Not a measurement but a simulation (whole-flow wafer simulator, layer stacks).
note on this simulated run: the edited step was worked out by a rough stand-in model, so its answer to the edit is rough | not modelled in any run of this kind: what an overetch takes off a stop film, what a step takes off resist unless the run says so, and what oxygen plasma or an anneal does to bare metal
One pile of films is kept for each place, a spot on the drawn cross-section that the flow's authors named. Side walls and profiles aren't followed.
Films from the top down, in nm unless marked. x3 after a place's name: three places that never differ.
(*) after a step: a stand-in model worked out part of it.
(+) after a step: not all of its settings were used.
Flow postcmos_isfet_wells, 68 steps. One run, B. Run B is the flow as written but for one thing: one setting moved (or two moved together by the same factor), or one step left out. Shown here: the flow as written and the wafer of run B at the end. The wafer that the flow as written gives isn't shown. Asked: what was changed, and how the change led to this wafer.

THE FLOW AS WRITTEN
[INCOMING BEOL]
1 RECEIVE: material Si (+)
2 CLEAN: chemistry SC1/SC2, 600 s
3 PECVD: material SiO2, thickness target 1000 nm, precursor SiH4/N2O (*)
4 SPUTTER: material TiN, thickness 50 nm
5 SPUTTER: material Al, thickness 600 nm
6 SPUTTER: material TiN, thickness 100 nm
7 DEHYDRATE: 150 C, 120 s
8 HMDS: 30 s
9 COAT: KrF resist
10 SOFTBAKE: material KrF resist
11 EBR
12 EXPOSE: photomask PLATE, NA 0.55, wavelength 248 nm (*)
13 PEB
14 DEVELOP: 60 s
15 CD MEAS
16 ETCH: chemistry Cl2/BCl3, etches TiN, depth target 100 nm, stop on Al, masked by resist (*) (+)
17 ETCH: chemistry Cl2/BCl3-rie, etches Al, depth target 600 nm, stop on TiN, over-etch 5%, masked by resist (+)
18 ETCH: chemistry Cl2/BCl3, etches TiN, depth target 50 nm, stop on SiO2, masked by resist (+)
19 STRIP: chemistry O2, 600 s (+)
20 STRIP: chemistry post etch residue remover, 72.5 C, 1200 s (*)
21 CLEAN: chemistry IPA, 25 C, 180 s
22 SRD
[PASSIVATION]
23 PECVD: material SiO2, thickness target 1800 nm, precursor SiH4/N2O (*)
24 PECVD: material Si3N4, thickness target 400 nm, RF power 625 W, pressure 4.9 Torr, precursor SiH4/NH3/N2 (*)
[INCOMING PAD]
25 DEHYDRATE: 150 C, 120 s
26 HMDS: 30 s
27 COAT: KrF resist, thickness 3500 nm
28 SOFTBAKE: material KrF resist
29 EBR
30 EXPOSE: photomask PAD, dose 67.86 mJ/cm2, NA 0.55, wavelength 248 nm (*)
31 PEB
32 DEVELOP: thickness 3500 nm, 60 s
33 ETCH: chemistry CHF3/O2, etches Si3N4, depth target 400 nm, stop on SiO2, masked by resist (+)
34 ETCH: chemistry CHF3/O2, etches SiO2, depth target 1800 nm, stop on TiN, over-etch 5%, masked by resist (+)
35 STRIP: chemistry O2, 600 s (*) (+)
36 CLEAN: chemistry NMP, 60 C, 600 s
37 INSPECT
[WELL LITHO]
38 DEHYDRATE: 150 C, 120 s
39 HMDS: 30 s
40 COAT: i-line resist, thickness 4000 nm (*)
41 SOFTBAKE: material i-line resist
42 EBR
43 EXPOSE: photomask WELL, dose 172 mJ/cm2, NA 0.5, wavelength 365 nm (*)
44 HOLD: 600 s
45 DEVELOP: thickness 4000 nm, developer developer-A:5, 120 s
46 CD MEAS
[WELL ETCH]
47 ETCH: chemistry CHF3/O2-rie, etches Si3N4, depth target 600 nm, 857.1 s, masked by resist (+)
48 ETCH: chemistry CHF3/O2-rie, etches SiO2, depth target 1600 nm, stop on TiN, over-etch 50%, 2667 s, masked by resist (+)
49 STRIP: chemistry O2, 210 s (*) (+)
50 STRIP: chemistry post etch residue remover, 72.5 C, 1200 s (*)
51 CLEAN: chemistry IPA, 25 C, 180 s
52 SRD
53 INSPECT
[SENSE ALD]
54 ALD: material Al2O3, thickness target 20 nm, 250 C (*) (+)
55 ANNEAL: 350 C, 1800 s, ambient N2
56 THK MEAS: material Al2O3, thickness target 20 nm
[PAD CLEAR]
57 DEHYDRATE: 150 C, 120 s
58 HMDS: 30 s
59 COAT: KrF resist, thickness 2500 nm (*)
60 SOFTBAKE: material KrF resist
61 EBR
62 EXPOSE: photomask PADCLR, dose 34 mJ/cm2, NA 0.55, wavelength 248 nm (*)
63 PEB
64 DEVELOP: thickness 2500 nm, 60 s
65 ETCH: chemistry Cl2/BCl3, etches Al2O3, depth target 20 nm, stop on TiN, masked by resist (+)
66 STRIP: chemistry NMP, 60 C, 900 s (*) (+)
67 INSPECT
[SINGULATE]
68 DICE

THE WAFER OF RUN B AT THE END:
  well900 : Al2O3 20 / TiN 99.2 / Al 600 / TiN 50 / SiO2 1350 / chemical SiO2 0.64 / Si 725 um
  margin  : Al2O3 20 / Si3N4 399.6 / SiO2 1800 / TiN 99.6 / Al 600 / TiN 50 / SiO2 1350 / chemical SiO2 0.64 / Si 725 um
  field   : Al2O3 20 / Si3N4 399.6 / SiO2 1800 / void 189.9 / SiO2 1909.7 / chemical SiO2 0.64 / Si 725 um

The cause: step 3, PECVD: thickness target 1350 nm was run, where the flow has thickness target 1000 nm.
It can be read off the wafer: well900 has SiO2 1350, and step 3 as written asks for 1000 nm.

How the change led to this, step by step:
  3 PECVD: material SiO2, thickness target 1000 nm, precursor SiH4/N2O (*)
      field, margin, well900, well1300 x3, pad_rim, pad_clr, pad_open: SiO2 +1350 (new film) (as written it would be: SiO2 +1000 (new film))
